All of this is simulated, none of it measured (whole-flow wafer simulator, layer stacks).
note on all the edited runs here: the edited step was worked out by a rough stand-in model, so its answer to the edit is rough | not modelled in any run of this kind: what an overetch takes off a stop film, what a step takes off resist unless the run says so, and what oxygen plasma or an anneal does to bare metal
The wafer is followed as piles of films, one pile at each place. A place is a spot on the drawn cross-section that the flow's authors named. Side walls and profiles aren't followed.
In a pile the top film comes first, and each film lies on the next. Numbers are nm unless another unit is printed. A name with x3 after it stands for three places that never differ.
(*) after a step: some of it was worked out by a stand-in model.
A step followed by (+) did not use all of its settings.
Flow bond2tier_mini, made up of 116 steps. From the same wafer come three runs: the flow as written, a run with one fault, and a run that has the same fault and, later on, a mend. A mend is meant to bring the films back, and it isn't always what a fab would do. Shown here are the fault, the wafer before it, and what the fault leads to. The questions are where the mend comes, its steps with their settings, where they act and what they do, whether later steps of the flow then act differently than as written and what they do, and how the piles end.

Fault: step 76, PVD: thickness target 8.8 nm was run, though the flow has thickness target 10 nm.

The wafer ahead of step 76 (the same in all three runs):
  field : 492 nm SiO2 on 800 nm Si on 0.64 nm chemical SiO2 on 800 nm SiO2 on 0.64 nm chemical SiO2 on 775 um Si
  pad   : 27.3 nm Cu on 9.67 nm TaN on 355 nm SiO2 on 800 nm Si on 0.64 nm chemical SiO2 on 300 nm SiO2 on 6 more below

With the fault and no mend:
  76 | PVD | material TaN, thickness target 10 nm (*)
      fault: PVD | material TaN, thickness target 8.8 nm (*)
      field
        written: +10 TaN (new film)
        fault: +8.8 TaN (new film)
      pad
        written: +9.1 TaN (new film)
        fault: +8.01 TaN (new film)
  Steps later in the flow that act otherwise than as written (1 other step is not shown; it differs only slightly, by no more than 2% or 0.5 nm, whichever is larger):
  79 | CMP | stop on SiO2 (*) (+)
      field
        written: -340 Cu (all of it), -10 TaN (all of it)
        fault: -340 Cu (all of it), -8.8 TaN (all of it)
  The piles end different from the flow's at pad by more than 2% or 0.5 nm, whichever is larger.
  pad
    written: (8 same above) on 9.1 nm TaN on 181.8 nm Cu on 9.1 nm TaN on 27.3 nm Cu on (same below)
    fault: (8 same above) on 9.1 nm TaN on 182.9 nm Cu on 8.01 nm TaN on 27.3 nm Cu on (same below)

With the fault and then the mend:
  The mend stands after step 76.
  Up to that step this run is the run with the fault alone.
  76a | PVD | material TaN, thickness target 1.2 nm (*) (a further turn of the flow's step 76, with different settings)
      field
        +1.2 TaN
      pad
        +1.09 TaN
  Later steps of the flow that are run all act as written at every place that is followed.
  At every place that both follow, the piles at the end match the flow's.
